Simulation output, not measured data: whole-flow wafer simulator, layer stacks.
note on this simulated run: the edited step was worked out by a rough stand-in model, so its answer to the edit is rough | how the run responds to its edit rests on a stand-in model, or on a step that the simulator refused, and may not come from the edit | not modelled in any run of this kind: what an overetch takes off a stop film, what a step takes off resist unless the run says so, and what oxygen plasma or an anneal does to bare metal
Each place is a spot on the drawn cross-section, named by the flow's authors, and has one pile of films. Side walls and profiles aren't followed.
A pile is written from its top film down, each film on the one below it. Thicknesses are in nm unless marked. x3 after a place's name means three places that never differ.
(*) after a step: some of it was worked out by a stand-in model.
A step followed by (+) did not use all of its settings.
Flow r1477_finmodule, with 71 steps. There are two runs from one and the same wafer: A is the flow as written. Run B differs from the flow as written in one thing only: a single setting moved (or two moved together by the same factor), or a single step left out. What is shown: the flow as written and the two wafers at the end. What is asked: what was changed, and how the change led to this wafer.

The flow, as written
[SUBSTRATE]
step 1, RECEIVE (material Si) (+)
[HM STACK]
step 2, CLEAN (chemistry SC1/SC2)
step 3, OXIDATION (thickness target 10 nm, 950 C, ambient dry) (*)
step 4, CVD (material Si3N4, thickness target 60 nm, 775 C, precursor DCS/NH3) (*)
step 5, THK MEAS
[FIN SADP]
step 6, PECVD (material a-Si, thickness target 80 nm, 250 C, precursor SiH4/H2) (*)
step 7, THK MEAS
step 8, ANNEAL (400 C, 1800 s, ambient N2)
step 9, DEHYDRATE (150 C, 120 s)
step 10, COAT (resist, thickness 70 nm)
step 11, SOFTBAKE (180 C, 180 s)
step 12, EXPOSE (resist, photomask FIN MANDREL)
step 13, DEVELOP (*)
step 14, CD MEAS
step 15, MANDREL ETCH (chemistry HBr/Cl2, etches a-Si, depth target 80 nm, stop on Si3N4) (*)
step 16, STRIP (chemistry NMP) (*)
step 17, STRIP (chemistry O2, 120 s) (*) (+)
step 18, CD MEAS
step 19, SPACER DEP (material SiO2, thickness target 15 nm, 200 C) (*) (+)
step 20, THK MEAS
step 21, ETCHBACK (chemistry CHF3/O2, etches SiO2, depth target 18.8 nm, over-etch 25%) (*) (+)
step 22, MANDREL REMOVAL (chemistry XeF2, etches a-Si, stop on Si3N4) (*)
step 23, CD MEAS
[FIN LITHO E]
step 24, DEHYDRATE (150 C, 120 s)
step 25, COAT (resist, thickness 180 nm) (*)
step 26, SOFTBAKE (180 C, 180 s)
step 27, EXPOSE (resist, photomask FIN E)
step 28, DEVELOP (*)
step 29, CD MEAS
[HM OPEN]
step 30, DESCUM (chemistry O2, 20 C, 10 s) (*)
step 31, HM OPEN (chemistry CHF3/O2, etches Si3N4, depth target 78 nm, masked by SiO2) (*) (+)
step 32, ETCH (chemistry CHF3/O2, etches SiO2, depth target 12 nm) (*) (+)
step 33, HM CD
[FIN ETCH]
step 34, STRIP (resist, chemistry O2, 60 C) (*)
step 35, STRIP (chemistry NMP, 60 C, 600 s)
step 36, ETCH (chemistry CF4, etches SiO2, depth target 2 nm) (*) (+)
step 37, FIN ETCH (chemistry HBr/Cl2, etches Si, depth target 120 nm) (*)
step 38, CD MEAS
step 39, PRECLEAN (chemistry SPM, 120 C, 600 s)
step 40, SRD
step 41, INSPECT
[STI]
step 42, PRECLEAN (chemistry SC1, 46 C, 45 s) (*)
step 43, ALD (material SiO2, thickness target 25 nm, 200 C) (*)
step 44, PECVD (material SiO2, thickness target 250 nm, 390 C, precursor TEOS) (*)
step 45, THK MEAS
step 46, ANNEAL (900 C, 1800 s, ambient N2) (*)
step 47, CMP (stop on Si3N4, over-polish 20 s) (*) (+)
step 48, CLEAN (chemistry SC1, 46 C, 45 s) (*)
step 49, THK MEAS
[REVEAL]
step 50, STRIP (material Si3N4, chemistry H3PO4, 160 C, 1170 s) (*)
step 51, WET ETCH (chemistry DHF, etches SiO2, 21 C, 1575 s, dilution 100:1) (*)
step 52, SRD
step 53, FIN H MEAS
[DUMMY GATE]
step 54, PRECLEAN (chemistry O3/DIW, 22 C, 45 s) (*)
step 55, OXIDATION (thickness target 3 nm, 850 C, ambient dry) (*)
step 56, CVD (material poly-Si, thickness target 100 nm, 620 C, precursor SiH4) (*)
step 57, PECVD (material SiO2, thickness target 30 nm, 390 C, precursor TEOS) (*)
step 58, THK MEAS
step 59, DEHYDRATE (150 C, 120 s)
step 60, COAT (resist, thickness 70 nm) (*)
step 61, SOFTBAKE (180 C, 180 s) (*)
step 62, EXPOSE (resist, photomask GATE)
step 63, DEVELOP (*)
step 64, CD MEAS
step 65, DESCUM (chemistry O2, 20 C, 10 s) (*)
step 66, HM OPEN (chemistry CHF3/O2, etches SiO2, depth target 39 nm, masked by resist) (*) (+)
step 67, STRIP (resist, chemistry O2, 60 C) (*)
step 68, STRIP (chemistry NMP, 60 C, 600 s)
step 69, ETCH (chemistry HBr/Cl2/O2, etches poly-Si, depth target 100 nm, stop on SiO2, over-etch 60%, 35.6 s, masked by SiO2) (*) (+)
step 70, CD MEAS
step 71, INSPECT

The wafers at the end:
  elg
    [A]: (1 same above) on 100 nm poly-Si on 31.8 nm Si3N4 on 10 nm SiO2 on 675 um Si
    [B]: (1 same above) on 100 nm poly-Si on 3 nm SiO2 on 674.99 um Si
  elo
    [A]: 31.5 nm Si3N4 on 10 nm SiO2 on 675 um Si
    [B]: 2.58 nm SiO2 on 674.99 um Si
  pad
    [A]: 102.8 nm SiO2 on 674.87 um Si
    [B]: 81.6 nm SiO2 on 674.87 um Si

What caused this: step 6, PECVD: thickness target 52 nm was run, though the flow has thickness target 80 nm.

How this came from the change, step by step:
  step 6, PECVD (material a-Si, thickness target 80 nm, 250 C, precursor SiH4/H2) (*)
      pad, padg, elg and 33 more: A +80 a-Si (new film) | B +52 a-Si (new film)
  step 15, MANDREL ETCH (chemistry HBr/Cl2, etches a-Si, depth target 80 nm, stop on Si3N4) (*)
      pad, padg, elg and 27 more: A -80 a-Si (all of it) | B -52 a-Si (all of it)
      s40cg, s45cg, s50cg, s40co, s45co, s50co: A -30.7 resist | B -29.9 resist
  step 21, ETCHBACK (chemistry CHF3/O2, etches SiO2, depth target 18.8 nm, over-etch 25%) (*) (+)
      s40sg_line, s45sg_line, s50sg_line, s40so_line, s45so_line, s50so_line: A +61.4 SiO2 | B +33.4 SiO2
  step 22, MANDREL REMOVAL (chemistry XeF2, etches a-Si, stop on Si3N4) (*)
      s40cg, s45cg, s50cg, s40co, s45co, s50co: A -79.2 a-Si (all of it) | B -51.2 a-Si (all of it)
  step 25, COAT (resist, thickness 180 nm) (*)
      s40cg, s40co: A +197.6 resist (new film) | B +190.6 resist (new film)
      s40sg, s40so: A +201.2 resist (new film) | B +194.2 resist (new film)
      (also at 14 further places)
  step 28, DEVELOP (*)
      s40cg, s40co: A -197.6 resist (all of it) | B -190.6 resist (all of it)
      s40sg, s40so: A -201.2 resist (all of it) | B -194.2 resist (all of it)
      (also at 14 further places)
  step 32, ETCH (chemistry CHF3/O2, etches SiO2, depth target 12 nm) (*) (+)
      s40sg_line, s45sg_line, s50sg_line, s40so_line, s45so_line, s50so_line: A -12 SiO2 | B -9.4 SiO2 (all of it)
      pad, padg, e40sg and 11 more: A -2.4 Si | B -1.88 Si
      (also at 14 further places)
  step 34, STRIP (resist, chemistry O2, 60 C) (*)
      elg, e40lg, e100lg, e200lg, elo, e40lo, e100lo, e200lo: A -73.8 resist (all of it) | B -76.3 resist (all of it)
  step 36, ETCH (chemistry CF4, etches SiO2, depth target 2 nm) (*) (+)
      elg, e40lg, e100lg, e200lg, elo, e40lo, e100lo, e200lo: A -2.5 Si3N4 | B nothing
      s40sg_line, s45sg_line, s50sg_line, s40so_line, s45so_line, s50so_line: A -2 SiO2 | B nothing
  step 37, FIN ETCH (chemistry HBr/Cl2, etches Si, depth target 120 nm) (*)
      s40sg_line, s45sg_line, s50sg_line, s40so_line, s45so_line, s50so_line: A -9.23 SiO2 | B -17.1 Si3N4
  step 43, ALD (material SiO2, thickness target 25 nm, 200 C) (*)
      s40sg_line, s45sg_line, s50sg_line, s40so_line, s45so_line, s50so_line: A +25 SiO2 | B +25 SiO2 (new film)
      s40cg, s45cg, s50cg, s40co, s45co, s50co: A +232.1 SiO2 (new film) | B +200.3 SiO2 (new film)
  step 47, CMP (stop on Si3N4, over-polish 20 s) (*) (+)
      elg, e40lg, e100lg, e200lg, elo, e40lo, e100lo, e200lo: A -241.6 SiO2 | B -263.8 SiO2 (all of it), -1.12 Si3N4
      pad, padg, e40sg and 11 more: A -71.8 SiO2 | B -93 SiO2
      (also at 14 further places)
  step 50, STRIP (material Si3N4, chemistry H3PO4, 160 C, 1170 s) (*)
      elg, e40lg, e100lg, e200lg, elo, e40lo, e100lo, e200lo: A -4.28 SiO2 | B -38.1 Si3N4 (all of it), -2.02 SiO2
      s40sg_line, s45sg_line, s50sg_line, s40so_line, s45so_line, s50so_line: A -58.9 Si3N4 (all of it), -1.37 SiO2 | B -38.1 Si3N4 (all of it), -2.02 SiO2
  step 51, WET ETCH (chemistry DHF, etches SiO2, 21 C, 1575 s, dilution 100:1) (*)
      elg, e40lg, e100lg, e200lg, elo, e40lo, e100lo, e200lo: A -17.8 SiO2 (all of it), -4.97 Si3N4 | B -7.98 SiO2 (all of it)
      s40sg_line, s45sg_line, s50sg_line, s40so_line, s45so_line, s50so_line: A -8.63 SiO2 (all of it) | B -7.98 SiO2 (all of it)
  step 54, PRECLEAN (chemistry O3/DIW, 22 C, 45 s) (*)
      elg, e40lg, e100lg, e200lg, elo, e40lo, e100lo, e200lo: A nothing | B +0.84 chemical SiO2 (new film), -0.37 Si
  step 55, OXIDATION (thickness target 3 nm, 850 C, ambient dry) (*)
      elg, e40lg, e100lg, e200lg, elo, e40lo, e100lo, e200lo: A nothing | B +3 SiO2 (new film), -0.84 chemical SiO2 (all of it), -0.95 Si
  ... 4 further steps ...
  step 69, ETCH (chemistry HBr/Cl2/O2, etches poly-Si, depth target 100 nm, stop on SiO2, over-etch 60%, 35.6 s, masked by SiO2) (*) (+)
      s40co: A -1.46 chemical SiO2 (all of it), -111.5 poly-Si (all of it), -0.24 SiO2 | B -1.36 chemical SiO2 (all of it), -134.3 poly-Si (all of it), -0.13 SiO2
      s45co: A -1.46 chemical SiO2 (all of it), -110.9 poly-Si (all of it), -0.25 SiO2 | B -1.36 chemical SiO2 (all of it), -134.3 poly-Si (all of it), -0.13 SiO2
      (also at 1 further place)
